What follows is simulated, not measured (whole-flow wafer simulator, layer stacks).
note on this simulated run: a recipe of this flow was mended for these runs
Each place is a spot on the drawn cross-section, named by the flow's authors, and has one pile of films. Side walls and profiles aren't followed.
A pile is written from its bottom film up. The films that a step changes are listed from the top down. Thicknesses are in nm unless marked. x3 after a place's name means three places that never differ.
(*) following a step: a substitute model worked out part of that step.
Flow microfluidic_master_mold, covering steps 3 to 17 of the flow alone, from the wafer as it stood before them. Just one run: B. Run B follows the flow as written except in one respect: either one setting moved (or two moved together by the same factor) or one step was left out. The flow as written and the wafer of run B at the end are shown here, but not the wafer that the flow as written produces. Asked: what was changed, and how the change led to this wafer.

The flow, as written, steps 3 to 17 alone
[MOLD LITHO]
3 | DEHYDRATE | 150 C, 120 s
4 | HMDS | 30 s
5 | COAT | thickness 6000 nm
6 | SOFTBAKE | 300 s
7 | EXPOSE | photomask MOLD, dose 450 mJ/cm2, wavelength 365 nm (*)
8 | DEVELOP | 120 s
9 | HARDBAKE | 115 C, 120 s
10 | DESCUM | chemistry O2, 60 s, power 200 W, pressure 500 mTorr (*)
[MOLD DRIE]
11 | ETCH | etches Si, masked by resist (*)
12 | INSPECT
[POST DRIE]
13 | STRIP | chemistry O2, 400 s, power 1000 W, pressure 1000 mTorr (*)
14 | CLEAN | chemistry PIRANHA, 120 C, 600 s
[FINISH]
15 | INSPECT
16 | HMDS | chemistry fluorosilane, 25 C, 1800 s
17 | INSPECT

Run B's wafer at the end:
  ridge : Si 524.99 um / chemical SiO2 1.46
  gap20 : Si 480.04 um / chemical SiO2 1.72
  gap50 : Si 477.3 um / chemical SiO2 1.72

Cause: step 5, COAT: thickness 5068 nm was run, though the flow has thickness 6000 nm.

The path from the change to this, step by step:
  5 | COAT | thickness 6000 nm
      ridge, gap20, gap50, gap200 x2: +5068 thick-i-line-resist (new film) (as written it would have been: +6000 thick-i-line-resist (new film))
  8 | DEVELOP | 120 s
      gap20, gap50, gap200 x2: -5068 thick-i-line-resist (all of it) (as written it would have been: -6000 thick-i-line-resist (all of it))
  9 | HARDBAKE | 115 C, 120 s
      ridge: -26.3 thick-i-line-resist (as written it would have been: -33.5 thick-i-line-resist)
  11 | ETCH | etches Si, masked by resist (*)
      gap20: -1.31 chemical SiO2 (all of it), -44.95 um Si (as written it would have been: -1.31 chemical SiO2 (all of it), -44.81 um Si)
      gap50: -1.31 chemical SiO2 (all of it), -47.69 um Si (as written it would have been: -1.31 chemical SiO2 (all of it), -47.62 um Si)
  13 | STRIP | chemistry O2, 400 s, power 1000 W, pressure 1000 mTorr (*)
      ridge: -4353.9 thick-i-line-resist (all of it), +0.86 chemical SiO2, -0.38 Si (as written it would have been: -5278.7 thick-i-line-resist (all of it), +0.78 chemical SiO2, -0.34 Si)
